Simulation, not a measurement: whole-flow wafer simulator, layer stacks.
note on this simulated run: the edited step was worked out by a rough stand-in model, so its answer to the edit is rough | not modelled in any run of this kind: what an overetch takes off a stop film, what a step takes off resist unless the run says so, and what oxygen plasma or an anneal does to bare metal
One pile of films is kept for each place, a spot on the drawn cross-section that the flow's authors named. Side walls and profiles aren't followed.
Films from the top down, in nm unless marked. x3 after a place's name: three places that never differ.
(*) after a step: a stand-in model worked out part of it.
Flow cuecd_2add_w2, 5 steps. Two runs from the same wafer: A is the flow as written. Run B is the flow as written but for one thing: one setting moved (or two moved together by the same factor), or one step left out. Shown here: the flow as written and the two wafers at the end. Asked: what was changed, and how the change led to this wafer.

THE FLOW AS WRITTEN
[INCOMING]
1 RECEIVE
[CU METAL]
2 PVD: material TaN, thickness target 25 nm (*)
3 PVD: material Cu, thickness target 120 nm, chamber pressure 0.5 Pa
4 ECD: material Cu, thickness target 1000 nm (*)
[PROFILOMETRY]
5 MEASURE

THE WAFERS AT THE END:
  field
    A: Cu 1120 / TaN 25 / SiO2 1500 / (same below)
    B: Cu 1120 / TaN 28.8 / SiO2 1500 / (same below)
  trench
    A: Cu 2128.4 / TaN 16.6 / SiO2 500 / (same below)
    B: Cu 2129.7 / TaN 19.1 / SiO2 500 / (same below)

The cause: step 2, PVD: thickness target 28.8 nm was run, where the flow has thickness target 25 nm.
It can be read off the wafer: field has TaN 28.8, and step 2 as written asks for 25 nm.

How the change led to this, step by step:
  2 PVD: material TaN, thickness target 25 nm (*)
      field: A TaN +25 (new film) | B TaN +28.8 (new film)
      trench: A TaN +16.6 (new film) | B TaN +19.1 (new film)
